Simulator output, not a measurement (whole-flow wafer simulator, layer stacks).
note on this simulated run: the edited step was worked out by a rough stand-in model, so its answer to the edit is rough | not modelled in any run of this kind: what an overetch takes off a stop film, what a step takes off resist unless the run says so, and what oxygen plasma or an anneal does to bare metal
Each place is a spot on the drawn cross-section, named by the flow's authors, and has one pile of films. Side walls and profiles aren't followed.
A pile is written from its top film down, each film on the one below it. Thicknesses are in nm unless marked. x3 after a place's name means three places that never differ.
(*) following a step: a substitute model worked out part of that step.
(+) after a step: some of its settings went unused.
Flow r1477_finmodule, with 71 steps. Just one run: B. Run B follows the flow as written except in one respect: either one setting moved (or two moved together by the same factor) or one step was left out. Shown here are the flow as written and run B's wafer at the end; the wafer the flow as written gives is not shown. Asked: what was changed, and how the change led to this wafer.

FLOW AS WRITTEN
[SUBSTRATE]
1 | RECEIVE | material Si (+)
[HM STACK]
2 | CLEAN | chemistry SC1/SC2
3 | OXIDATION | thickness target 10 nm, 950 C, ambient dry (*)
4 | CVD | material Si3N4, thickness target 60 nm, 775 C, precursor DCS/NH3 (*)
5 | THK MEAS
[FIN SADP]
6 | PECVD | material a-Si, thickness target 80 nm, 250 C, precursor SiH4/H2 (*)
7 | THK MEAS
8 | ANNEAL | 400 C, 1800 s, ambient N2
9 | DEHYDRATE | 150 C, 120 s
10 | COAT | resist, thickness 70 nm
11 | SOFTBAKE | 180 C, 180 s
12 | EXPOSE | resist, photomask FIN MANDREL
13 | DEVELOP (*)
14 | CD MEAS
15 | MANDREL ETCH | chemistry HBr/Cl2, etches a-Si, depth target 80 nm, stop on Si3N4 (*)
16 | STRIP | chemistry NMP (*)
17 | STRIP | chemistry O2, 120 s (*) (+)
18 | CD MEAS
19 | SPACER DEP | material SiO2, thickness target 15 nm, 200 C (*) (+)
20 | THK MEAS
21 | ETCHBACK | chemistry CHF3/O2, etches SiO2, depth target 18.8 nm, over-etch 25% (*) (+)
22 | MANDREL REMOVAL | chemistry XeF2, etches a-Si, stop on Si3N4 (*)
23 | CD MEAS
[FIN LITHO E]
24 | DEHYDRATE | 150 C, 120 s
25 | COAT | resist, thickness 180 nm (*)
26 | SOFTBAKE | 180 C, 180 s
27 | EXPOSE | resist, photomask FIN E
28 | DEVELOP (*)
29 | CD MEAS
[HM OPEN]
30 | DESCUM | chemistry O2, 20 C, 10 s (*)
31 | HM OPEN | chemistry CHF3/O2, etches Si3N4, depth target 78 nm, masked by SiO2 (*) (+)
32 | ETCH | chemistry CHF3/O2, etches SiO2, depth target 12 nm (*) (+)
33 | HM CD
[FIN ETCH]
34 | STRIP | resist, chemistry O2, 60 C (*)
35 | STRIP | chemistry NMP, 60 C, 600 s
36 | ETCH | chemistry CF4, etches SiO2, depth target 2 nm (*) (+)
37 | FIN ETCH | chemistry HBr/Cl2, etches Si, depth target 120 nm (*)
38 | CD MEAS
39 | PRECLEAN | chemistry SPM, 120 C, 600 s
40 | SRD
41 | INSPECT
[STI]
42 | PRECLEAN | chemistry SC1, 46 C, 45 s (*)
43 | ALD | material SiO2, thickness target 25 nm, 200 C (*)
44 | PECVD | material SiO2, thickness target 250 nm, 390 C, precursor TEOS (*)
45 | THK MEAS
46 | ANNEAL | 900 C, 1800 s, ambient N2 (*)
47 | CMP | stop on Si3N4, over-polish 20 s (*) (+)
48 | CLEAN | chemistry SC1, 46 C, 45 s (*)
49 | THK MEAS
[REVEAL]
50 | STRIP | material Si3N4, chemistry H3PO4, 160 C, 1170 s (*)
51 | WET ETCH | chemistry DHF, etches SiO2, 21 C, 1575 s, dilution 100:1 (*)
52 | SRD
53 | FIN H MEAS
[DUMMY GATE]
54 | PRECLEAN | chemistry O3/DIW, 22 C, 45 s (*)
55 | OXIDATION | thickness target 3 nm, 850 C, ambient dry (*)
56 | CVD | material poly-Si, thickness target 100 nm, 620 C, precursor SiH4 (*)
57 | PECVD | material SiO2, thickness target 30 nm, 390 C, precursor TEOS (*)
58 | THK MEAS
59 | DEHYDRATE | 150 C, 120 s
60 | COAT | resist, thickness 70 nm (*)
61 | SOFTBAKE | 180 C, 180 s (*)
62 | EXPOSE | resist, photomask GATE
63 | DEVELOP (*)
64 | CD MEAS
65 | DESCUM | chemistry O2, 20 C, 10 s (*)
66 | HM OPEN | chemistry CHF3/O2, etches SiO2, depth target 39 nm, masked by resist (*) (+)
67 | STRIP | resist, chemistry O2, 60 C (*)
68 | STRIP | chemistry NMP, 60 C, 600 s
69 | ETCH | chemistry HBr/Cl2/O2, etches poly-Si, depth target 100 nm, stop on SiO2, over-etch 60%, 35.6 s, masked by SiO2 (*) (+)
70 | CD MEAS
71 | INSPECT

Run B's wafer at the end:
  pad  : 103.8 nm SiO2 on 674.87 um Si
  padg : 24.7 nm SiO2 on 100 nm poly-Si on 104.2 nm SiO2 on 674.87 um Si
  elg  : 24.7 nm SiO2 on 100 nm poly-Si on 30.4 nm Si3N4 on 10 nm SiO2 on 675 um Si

The reason: step 36, ETCH: depth target 3.2 nm was run, whereas the flow has depth target 2 nm.

How this came from the change, step by step:
  36 | ETCH | chemistry CF4, etches SiO2, depth target 2 nm (*) (+)
      pad, padg, esg and 19 more: chemical SiO2 loses 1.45 (all of it), Si loses 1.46 (it would be, as written: chemical SiO2 loses 1.45 (all of it), Si loses 0.46)
      elg, e40lg, e100lg, e200lg, elo, e40lo, e100lo, e200lo: Si3N4 loses 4 (it would be, as written: Si3N4 loses 2.5)
      (as well as at 6 more places)
  51 | WET ETCH | chemistry DHF, etches SiO2, 21 C, 1575 s, dilution 100:1 (*)
      elg, e40lg, e100lg, e200lg, elo, e40lo, e100lo, e200lo: SiO2 loses 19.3 (all of it), Si3N4 loses 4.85 (it would be, as written: SiO2 loses 17.8 (all of it), Si3N4 loses 4.97)
